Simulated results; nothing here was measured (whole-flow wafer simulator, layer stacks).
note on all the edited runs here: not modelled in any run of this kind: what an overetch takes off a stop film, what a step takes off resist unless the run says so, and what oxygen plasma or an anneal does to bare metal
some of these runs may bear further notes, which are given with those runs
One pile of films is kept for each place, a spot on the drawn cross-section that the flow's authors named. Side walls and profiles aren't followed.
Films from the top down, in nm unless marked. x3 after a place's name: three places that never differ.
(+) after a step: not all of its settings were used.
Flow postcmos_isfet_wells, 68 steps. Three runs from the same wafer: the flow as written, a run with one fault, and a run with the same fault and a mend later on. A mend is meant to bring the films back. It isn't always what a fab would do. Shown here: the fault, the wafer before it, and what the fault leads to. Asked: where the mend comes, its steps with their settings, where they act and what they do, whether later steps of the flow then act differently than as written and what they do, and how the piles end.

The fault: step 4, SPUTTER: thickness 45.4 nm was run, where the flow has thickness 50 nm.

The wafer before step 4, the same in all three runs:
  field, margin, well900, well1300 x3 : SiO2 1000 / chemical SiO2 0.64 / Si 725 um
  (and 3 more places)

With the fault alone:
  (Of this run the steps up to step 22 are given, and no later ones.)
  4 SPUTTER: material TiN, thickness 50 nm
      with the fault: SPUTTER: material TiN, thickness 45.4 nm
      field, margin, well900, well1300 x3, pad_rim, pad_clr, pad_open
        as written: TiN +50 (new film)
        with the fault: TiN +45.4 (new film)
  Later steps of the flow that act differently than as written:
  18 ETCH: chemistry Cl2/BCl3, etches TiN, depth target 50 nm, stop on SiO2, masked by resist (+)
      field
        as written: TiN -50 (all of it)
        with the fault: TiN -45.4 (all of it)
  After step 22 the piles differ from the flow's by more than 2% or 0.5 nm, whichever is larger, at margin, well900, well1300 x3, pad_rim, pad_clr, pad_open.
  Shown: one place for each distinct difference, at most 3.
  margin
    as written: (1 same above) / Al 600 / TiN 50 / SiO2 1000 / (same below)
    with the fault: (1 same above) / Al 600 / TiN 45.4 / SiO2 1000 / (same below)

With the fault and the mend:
  The mend comes after step 4.
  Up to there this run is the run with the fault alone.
  4a SPUTTER: material TiN, thickness 4.6 nm (the flow's step 4 once more, with other settings)
      field, margin, well900, well1300 x3, pad_rim, pad_clr, pad_open
        TiN +4.6
  No later step of the flow acts differently than as written at any place that is followed.
  At the end the piles are the same as the flow's at every place that both follow.
